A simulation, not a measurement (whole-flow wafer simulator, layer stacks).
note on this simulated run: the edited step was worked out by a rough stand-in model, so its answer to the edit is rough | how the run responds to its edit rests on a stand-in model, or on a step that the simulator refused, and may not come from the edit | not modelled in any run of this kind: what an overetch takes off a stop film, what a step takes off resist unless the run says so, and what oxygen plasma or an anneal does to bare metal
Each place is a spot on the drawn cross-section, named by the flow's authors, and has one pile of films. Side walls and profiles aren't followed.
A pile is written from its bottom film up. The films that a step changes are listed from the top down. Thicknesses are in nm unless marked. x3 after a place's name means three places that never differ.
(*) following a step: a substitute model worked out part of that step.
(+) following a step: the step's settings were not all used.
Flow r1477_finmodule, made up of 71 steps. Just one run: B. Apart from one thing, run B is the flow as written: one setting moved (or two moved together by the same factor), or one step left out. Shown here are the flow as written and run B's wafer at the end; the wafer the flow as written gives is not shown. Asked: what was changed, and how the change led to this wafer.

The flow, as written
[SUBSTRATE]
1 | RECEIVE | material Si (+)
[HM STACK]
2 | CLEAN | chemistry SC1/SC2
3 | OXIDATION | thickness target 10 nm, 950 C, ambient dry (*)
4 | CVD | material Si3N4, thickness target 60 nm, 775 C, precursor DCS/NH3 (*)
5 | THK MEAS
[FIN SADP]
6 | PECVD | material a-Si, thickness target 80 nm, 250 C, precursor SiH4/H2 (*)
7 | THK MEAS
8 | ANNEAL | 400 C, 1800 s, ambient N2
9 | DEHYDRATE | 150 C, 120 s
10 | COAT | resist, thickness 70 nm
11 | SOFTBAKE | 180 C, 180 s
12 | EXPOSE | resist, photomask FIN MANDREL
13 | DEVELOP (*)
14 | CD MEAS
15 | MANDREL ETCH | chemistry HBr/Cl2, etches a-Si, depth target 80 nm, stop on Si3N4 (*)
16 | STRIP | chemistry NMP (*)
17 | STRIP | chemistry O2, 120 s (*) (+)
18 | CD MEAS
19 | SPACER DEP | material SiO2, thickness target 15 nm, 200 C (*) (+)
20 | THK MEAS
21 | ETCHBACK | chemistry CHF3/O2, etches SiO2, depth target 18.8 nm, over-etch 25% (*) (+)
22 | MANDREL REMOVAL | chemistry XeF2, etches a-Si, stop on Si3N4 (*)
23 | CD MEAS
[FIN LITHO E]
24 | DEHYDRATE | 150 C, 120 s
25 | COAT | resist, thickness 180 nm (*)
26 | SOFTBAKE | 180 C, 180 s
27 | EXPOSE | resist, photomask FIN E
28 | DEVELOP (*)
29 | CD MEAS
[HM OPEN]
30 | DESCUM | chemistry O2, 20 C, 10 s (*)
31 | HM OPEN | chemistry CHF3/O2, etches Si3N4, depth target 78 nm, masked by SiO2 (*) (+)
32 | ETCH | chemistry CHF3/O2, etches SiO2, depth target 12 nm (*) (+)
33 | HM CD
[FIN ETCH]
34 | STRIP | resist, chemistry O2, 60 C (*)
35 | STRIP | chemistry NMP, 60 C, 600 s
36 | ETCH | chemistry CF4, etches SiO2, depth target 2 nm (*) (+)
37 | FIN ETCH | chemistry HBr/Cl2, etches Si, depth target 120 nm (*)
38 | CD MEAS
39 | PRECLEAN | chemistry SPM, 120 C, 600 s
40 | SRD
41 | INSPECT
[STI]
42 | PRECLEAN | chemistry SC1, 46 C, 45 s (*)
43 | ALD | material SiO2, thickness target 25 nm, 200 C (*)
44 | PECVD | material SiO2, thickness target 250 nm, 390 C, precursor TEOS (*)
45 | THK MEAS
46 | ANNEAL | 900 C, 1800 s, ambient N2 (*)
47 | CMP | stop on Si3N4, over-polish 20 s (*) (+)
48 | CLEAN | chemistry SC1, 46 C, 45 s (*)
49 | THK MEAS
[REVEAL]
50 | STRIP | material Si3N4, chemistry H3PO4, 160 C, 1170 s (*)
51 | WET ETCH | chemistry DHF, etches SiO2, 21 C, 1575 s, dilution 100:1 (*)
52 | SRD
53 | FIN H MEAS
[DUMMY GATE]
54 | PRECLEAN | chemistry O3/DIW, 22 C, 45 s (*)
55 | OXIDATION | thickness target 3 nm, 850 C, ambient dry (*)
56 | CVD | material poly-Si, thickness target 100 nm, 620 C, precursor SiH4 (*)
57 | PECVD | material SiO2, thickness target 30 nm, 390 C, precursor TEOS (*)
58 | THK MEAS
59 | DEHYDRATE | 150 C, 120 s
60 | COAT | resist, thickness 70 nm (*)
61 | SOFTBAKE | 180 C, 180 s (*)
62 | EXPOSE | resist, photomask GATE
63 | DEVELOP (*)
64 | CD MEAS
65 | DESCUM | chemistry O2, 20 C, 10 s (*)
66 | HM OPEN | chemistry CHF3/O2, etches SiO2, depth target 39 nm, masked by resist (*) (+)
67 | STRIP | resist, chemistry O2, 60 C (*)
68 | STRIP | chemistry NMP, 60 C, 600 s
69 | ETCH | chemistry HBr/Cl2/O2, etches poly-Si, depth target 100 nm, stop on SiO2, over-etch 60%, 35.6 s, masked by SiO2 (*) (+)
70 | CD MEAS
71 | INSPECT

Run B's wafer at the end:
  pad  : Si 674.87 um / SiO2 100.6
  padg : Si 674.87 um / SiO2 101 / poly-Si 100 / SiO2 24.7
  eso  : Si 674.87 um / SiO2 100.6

The reason: step 44, PECVD: thickness target 172.5 nm was run, whereas the flow has thickness target 250 nm.

How this came from the change, step by step:
  44 | PECVD | material SiO2, thickness target 250 nm, 390 C, precursor TEOS (*)
      pad, padg, elg and 33 more: SiO2 gains 172.5 (in the flow as written it would be: SiO2 gains 250)
  46 | ANNEAL | 900 C, 1800 s, ambient N2 (*)
      pad, padg, elg and 33 more: SiO2 loses 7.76 (in the flow as written it would be: SiO2 loses 11.2)
  47 | CMP | stop on Si3N4, over-polish 20 s (*) (+)
      pad, padg, e40sg and 11 more: nothing (in the flow as written it would be: SiO2 loses 71.8)
      eso: nothing (in the flow as written it would be: SiO2 loses 72.4)
      (also at 21 further places)
  60 | COAT | resist, thickness 70 nm (*)
      s40sg, s40so: resist gains 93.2 (new film) (in the flow as written it would be: resist gains 91 (new film))
      s45sg, s45so: resist gains 93.1 (new film) (in the flow as written it would be: resist gains 91 (new film))
      (also at 2 further places)
  63 | DEVELOP (*)
      s40so: resist loses 93.2 (all of it) (in the flow as written it would be: resist loses 91 (all of it))
      s45so: resist loses 93.1 (all of it) (in the flow as written it would be: resist loses 91 (all of it))
      (also at 1 further place)
  67 | STRIP | resist, chemistry O2, 60 C (*)
      e40sg: resist loses 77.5 (all of it) (in the flow as written it would be: resist loses 75.4 (all of it))
      e100sg: resist loses 77.5 (all of it) (in the flow as written it would be: resist loses 75.3 (all of it))
      (also at 4 further places)
